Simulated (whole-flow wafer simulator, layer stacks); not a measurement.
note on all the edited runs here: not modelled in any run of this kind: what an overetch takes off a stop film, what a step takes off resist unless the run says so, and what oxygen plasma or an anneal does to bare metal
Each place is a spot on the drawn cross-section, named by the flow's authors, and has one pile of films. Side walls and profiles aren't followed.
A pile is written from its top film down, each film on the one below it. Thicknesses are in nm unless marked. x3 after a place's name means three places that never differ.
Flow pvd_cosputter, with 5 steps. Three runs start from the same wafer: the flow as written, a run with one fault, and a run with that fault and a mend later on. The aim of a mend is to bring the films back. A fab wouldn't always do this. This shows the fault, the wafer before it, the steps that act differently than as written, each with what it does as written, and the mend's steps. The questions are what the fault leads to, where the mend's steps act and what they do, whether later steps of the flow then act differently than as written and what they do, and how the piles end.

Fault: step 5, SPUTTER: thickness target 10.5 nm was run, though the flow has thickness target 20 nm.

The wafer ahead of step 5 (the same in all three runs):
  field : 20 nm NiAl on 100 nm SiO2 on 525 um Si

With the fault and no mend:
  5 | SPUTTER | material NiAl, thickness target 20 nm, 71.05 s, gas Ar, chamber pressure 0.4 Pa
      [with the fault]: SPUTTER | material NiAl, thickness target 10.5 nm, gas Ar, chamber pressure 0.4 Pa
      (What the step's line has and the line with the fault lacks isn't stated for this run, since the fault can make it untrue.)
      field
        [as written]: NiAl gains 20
        [with the fault]: NiAl gains 10.5
  Every later step of the flow that is run acts as written at every place that is followed.
  By the end, the piles at field depart from the flow's by more than 2% or 0.5 nm, whichever is larger.
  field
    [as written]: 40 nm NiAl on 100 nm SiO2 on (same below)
    [with the fault]: 30.5 nm NiAl on 100 nm SiO2 on (same below)

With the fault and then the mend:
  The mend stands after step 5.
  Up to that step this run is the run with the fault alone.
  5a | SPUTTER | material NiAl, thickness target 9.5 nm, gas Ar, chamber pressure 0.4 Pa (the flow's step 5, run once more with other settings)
      field
        NiAl gains 9.5
  Every later step of the flow that is run acts as written at every place that is followed.
  The piles end the same as the flow's at every place that both follow.
